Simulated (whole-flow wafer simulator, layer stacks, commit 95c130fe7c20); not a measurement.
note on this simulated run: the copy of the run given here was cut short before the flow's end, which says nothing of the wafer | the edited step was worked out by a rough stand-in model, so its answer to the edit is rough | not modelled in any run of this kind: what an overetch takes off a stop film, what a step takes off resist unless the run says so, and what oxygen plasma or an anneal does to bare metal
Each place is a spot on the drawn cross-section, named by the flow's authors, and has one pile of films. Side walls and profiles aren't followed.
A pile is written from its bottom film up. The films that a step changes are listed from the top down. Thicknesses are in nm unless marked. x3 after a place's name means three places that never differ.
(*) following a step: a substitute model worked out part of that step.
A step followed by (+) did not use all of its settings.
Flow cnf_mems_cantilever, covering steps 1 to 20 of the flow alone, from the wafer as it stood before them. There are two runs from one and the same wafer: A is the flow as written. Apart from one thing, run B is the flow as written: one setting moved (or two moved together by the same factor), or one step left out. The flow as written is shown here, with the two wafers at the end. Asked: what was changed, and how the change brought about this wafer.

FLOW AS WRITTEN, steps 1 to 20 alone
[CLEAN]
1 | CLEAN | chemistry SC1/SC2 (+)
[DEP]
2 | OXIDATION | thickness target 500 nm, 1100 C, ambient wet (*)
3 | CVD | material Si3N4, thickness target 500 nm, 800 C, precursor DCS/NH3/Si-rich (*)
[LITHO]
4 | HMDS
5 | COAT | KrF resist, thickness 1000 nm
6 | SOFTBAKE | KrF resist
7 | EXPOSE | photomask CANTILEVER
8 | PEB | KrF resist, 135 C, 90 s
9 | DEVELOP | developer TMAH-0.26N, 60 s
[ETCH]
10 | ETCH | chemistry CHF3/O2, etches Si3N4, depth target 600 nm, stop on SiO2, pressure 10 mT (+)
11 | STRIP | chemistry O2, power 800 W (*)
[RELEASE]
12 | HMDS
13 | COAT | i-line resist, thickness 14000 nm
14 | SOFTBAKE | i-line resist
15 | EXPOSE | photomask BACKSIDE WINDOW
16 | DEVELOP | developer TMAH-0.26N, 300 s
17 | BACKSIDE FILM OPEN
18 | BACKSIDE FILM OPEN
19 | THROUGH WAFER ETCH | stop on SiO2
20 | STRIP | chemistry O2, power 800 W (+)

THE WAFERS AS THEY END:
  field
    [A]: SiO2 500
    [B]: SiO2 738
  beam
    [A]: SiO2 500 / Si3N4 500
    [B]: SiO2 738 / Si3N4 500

Cause: step 2, OXIDATION: thickness target 738 nm was run, though the flow has thickness target 500 nm.
The wafer itself shows it: field has SiO2 738, and step 2 as written asks for 500 nm.

Step by step, how the change led to this:
  2 | OXIDATION | thickness target 500 nm, 1100 C, ambient wet (*)
      field, beam: A SiO2 gains 500 (new film), chemical SiO2 loses 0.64 (all of it), Si loses 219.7 | B SiO2 gains 738 (new film), chemical SiO2 loses 0.64 (all of it), Si loses 324.4
  19 | THROUGH WAFER ETCH | stop on SiO2
      field: A under 1 film: Si loses 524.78 um (all of it) | B under 1 film: Si loses 524.68 um (all of it)
      beam: A under 2 films: Si loses 524.78 um (all of it) | B under 2 films: Si loses 524.68 um (all of it)
